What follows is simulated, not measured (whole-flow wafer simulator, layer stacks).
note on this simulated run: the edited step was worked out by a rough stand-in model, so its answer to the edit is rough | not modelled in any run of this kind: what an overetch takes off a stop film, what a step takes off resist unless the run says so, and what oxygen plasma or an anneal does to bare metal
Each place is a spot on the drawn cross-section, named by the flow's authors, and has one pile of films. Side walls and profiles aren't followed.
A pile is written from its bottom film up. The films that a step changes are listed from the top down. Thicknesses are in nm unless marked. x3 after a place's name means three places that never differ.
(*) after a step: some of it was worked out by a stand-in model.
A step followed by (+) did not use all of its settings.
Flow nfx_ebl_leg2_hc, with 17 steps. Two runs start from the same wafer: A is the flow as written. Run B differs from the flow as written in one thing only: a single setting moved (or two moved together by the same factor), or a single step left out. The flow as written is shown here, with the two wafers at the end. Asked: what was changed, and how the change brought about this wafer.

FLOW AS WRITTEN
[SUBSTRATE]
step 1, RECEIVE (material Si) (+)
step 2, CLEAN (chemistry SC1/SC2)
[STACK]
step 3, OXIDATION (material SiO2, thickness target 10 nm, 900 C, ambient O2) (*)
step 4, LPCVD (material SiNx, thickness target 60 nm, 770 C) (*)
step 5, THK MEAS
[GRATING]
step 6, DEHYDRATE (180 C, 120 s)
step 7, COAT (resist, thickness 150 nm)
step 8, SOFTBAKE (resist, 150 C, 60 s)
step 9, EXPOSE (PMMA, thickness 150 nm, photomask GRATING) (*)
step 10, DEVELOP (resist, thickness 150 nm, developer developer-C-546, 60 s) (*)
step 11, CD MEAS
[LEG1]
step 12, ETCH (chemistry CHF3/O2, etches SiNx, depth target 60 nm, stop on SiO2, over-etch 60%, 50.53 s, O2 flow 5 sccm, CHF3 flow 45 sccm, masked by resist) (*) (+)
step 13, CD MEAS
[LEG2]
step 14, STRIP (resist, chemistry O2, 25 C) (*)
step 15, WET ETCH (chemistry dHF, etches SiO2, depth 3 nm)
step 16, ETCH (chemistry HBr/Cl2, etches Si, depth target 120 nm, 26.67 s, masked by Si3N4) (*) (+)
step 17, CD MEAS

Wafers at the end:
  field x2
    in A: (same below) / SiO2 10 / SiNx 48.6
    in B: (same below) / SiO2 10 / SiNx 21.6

The reason: step 4, LPCVD: thickness target 33 nm was run, whereas the flow has thickness target 60 nm.

The path from the change to this, step by step:
  step 4, LPCVD (material SiNx, thickness target 60 nm, 770 C) (*)
      field x2, pad x2: A SiNx gains 60 (new film) | B SiNx gains 33 (new film)
  step 12, ETCH (chemistry CHF3/O2, etches SiNx, depth target 60 nm, stop on SiO2, over-etch 60%, 50.53 s, O2 flow 5 sccm, CHF3 flow 45 sccm, masked by resist) (*) (+)
      pad x2: A SiNx loses 60 (all of it), SiO2 loses 10 (all of it) | B SiNx loses 33 (all of it), SiO2 loses 10 (all of it)
